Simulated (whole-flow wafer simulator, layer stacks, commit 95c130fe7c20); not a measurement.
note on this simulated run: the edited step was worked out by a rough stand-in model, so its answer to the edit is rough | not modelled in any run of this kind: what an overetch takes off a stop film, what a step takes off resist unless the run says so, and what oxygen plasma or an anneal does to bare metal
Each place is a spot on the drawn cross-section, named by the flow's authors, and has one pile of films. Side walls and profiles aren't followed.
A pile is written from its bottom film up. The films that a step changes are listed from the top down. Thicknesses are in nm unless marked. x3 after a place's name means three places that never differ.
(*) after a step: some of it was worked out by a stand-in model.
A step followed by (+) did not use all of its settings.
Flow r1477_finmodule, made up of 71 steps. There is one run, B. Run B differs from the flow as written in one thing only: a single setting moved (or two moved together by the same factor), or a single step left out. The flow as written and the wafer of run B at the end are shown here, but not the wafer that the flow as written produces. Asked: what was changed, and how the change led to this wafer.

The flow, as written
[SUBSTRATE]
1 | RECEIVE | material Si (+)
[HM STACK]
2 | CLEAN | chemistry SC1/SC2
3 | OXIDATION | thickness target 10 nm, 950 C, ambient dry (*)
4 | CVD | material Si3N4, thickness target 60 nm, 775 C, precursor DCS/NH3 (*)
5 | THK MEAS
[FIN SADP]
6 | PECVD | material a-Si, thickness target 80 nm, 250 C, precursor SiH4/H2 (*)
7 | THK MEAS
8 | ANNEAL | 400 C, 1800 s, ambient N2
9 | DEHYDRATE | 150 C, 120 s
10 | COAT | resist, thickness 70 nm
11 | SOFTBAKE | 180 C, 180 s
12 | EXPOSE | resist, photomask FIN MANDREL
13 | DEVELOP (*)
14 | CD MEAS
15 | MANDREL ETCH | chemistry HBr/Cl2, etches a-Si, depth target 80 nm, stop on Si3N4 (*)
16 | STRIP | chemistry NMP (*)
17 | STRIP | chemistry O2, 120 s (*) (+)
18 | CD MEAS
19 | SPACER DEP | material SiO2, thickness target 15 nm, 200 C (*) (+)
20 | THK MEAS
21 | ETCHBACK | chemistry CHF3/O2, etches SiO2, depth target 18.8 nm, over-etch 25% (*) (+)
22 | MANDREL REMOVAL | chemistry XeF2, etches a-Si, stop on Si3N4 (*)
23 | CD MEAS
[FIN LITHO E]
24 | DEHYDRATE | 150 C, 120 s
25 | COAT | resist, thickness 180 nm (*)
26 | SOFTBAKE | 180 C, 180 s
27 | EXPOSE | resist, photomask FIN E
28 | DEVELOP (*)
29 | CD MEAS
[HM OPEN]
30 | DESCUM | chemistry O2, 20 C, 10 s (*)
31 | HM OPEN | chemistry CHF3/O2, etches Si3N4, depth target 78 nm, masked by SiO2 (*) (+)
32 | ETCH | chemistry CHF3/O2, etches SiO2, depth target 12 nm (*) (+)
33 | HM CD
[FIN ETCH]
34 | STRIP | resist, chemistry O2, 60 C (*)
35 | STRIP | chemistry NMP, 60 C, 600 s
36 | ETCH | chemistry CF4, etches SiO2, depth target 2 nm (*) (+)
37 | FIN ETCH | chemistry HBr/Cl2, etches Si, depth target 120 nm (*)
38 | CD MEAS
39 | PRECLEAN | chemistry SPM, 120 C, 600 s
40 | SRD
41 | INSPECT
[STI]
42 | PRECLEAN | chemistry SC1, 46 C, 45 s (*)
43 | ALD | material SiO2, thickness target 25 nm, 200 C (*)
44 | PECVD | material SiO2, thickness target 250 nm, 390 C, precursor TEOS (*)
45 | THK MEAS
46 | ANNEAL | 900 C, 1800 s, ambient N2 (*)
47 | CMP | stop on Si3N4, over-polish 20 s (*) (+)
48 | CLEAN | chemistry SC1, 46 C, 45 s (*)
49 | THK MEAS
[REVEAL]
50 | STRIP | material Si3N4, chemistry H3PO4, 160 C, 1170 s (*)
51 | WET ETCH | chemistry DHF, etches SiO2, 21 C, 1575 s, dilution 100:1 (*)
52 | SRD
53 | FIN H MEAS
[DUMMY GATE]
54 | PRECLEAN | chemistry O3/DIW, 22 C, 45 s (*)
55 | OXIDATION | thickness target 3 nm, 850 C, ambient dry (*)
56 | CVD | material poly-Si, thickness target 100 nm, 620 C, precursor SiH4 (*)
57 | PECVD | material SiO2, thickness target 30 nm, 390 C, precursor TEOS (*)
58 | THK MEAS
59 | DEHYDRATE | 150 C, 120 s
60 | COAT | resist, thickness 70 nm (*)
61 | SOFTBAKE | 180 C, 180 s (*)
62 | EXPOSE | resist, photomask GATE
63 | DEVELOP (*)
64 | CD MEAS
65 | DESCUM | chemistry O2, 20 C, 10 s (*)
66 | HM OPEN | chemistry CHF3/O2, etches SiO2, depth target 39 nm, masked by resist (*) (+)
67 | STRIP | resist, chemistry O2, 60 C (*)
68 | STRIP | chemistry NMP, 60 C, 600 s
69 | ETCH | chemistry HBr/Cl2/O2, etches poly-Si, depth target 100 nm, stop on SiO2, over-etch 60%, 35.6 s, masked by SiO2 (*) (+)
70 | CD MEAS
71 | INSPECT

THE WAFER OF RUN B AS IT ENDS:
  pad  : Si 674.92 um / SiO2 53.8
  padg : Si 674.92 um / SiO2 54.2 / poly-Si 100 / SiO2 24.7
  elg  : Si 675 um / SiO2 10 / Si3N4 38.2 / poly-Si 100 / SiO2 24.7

Cause: step 37, FIN ETCH: depth target 70.8 nm was run, though the flow has depth target 120 nm.

The path from the change to this, step by step:
  37 | FIN ETCH | chemistry HBr/Cl2, etches Si, depth target 120 nm (*)
      pad, padg, esg and 19 more: -70.8 Si (it would be, as written: -120 Si)
      elg, e40lg, e100lg, e200lg, elo, e40lo, e100lo, e200lo: -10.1 Si3N4 (it would be, as written: -17.1 Si3N4)
      (and at 6 other places as well)
  43 | ALD | material SiO2, thickness target 25 nm, 200 C (*)
      s40cg, s45cg, s50cg, s40co, s45co, s50co: +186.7 SiO2 (new film) (it would be, as written: +232.1 SiO2 (new film))
      esg: +152.1 SiO2 (new film) (it would be, as written: +194.3 SiO2 (new film))
  47 | CMP | stop on Si3N4, over-polish 20 s (*) (+)
      pad, padg, e40sg and 11 more: -121 SiO2 (it would be, as written: -71.8 SiO2)
      elg, esg, e40lg and 6 more: -248.6 SiO2 (it would be, as written: -241.6 SiO2)
      (and at 1 other place as well)
  51 | WET ETCH | chemistry DHF, etches SiO2, 21 C, 1575 s, dilution 100:1 (*)
      elg, e40lg, e100lg, e200lg, elo, e40lo, e100lo, e200lo: -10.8 SiO2 (all of it), -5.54 Si3N4 (it would be, as written: -17.8 SiO2 (all of it), -4.97 Si3N4)
  56 | CVD | material poly-Si, thickness target 100 nm, 620 C, precursor SiH4 (*)
      esg: +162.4 poly-Si (new film) (it would be, as written: +156 poly-Si (new film))
  60 | COAT | resist, thickness 70 nm (*)
      e40sg, eso, e40so: +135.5 resist (new film) (it would be, as written: +129.5 resist (new film))
      e100sg, e100so: +135.5 resist (new film) (it would be, as written: +129.4 resist (new film))
      (and at 2 other places as well)
  63 | DEVELOP (*)
      eso, e40so: -135.5 resist (all of it) (it would be, as written: -129.5 resist (all of it))
      e100so: -135.5 resist (all of it) (it would be, as written: -129.4 resist (all of it))
      (and at 1 other place as well)
  67 | STRIP | resist, chemistry O2, 60 C (*)
      e40sg: -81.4 resist (all of it) (it would be, as written: -75.4 resist (all of it))
      e100sg: -81.4 resist (all of it) (it would be, as written: -75.3 resist (all of it))
      (and at 1 other place as well)
